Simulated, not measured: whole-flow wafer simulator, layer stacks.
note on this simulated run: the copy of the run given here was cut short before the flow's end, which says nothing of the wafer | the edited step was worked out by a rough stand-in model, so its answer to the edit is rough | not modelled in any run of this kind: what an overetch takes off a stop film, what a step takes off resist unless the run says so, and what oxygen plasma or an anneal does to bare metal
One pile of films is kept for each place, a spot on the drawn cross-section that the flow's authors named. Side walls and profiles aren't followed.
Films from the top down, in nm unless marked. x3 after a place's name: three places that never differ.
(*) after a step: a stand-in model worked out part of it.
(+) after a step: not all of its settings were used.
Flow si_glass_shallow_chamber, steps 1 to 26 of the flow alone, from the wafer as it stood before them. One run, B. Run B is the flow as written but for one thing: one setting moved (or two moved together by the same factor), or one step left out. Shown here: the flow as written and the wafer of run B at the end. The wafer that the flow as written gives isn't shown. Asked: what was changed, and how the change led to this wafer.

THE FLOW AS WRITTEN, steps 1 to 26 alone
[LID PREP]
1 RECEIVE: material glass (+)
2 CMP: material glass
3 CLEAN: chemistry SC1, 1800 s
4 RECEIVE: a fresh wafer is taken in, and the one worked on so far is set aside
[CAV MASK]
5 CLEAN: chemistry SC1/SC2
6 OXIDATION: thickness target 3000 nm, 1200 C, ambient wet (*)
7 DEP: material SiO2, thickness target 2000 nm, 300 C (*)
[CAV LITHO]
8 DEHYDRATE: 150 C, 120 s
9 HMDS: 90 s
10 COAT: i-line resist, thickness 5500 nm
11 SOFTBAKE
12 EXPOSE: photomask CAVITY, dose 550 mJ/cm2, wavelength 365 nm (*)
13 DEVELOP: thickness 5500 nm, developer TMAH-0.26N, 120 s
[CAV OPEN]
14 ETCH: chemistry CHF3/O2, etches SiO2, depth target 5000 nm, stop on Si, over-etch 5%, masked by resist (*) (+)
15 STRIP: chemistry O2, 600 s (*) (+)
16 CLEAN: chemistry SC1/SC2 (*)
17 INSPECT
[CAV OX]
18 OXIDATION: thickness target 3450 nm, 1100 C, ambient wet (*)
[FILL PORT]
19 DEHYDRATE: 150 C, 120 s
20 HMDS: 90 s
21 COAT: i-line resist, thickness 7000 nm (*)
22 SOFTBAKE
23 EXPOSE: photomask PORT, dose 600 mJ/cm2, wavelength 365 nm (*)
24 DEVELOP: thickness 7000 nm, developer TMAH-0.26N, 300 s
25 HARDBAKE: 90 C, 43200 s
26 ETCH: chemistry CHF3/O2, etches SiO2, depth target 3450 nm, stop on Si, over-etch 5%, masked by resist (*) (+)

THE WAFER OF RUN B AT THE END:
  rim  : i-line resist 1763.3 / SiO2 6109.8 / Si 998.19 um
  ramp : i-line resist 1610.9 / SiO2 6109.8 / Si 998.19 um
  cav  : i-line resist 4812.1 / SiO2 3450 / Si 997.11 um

The cause: step 26, ETCH: over-etch 3% was run, where the flow has over-etch 5%.

How the change led to this, step by step:
  26 ETCH: chemistry CHF3/O2, etches SiO2, depth target 3450 nm, stop on Si, over-etch 5%, masked by resist (*) (+)
      port: SiO2 -3450 (all of it), Si -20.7 (as written it would be: SiO2 -3450 (all of it), Si -34.5)
